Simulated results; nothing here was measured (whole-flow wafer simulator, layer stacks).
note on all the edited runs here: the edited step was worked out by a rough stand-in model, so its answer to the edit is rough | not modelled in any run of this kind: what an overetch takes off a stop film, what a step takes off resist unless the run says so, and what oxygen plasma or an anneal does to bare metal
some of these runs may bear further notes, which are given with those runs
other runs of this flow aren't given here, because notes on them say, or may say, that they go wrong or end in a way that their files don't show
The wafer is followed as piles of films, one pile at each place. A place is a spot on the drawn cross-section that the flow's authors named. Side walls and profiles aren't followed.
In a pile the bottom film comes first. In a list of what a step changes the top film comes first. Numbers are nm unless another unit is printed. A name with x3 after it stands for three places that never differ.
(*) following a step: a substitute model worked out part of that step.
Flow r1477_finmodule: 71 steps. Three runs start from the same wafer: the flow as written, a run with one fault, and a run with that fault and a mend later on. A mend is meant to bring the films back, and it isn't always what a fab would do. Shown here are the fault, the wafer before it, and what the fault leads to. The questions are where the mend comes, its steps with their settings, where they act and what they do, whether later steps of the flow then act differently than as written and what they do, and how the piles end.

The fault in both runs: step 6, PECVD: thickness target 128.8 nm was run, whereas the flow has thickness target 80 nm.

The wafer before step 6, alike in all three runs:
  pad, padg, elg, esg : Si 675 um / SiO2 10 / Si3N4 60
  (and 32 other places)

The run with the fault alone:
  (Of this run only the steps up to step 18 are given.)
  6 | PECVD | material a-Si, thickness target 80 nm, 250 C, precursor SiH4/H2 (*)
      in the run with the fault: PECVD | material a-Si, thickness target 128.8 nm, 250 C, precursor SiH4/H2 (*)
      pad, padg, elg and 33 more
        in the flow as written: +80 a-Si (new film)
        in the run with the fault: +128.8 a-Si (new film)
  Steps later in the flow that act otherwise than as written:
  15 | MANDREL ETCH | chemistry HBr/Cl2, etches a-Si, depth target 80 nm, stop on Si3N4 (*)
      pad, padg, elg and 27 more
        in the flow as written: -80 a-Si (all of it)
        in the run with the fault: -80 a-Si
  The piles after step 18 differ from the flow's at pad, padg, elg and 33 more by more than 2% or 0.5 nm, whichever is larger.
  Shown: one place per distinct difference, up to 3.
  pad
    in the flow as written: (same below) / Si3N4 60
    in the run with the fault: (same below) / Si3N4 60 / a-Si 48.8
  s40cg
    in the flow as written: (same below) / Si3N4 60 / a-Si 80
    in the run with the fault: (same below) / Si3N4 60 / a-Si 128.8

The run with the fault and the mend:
  After step 7 comes the mend.
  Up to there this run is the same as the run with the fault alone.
  7a | ETCH | chemistry tmah, depth target 148.1 nm
      pad, padg, elg and 33 more
        -128.8 a-Si (all of it)
  7b | PECVD | material a-Si, thickness target 80 nm, 250 C, precursor SiH4/H2 (*) (a further turn of the flow's step 6)
      pad, padg, elg and 33 more
        +80 a-Si (new film)
  Every later step of the flow that is run acts as written at every place that is followed.
  The piles end the same as the flow's at every place that both follow.
